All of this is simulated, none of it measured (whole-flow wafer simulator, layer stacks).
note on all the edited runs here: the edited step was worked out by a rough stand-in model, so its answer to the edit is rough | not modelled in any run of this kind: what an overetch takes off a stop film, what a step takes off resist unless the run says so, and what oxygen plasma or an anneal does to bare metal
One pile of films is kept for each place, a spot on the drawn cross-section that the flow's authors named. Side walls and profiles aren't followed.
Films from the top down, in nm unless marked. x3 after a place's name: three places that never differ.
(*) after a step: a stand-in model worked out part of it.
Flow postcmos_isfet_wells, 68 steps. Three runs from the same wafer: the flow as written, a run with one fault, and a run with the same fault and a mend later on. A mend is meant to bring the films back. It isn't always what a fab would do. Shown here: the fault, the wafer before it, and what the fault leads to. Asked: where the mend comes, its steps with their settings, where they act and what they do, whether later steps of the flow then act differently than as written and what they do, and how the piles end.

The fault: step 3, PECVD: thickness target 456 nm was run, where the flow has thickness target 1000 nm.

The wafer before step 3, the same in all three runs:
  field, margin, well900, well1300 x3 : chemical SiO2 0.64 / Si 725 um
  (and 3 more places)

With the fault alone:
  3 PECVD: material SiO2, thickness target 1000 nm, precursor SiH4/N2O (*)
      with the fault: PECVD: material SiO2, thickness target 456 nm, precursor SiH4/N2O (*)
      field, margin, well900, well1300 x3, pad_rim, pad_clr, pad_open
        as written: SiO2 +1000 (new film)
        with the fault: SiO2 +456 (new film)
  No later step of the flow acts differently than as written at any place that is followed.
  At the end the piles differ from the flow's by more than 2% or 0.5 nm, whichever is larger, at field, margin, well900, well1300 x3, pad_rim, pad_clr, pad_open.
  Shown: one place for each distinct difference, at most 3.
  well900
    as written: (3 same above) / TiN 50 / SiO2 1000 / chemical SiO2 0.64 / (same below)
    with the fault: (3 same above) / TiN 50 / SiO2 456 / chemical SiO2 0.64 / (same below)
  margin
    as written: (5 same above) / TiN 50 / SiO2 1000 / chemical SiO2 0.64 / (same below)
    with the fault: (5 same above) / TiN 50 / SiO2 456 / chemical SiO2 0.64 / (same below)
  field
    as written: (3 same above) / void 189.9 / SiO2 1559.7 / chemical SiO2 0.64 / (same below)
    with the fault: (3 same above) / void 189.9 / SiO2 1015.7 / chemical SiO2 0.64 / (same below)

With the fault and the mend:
  The mend comes after step 3.
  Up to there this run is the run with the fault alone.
  3a ETCH: chemistry boe, depth target 524.4 nm
      field, margin, well900, well1300 x3, pad_rim, pad_clr, pad_open
        SiO2 -456 (all of it), chemical SiO2 -0.64 (all of it)
  3b PECVD: material SiO2, thickness target 1000 nm, precursor SiH4/N2O (the flow's step 3 once more)
      field, margin, well900, well1300 x3, pad_rim, pad_clr, pad_open
        SiO2 +1000 (new film)
  No later step of the flow acts differently than as written at any place that is followed.
  At the end the piles differ from the flow's by more than 2% or 0.5 nm, whichever is larger, at field, margin, well900, well1300 x3, pad_rim, pad_clr, pad_open.
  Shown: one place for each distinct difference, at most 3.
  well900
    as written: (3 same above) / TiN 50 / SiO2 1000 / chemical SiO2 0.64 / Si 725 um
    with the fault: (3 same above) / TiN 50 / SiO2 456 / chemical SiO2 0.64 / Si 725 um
    with the mend: (3 same above) / TiN 50 / SiO2 1000 / Si 725 um
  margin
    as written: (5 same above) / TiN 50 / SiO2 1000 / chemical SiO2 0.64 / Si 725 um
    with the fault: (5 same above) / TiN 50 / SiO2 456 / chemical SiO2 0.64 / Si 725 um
    with the mend: (5 same above) / TiN 50 / SiO2 1000 / Si 725 um
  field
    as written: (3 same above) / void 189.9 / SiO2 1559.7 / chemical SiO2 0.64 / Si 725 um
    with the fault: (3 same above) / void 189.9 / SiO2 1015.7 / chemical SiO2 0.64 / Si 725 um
    with the mend: (3 same above) / void 189.9 / SiO2 1559.7 / Si 725 um
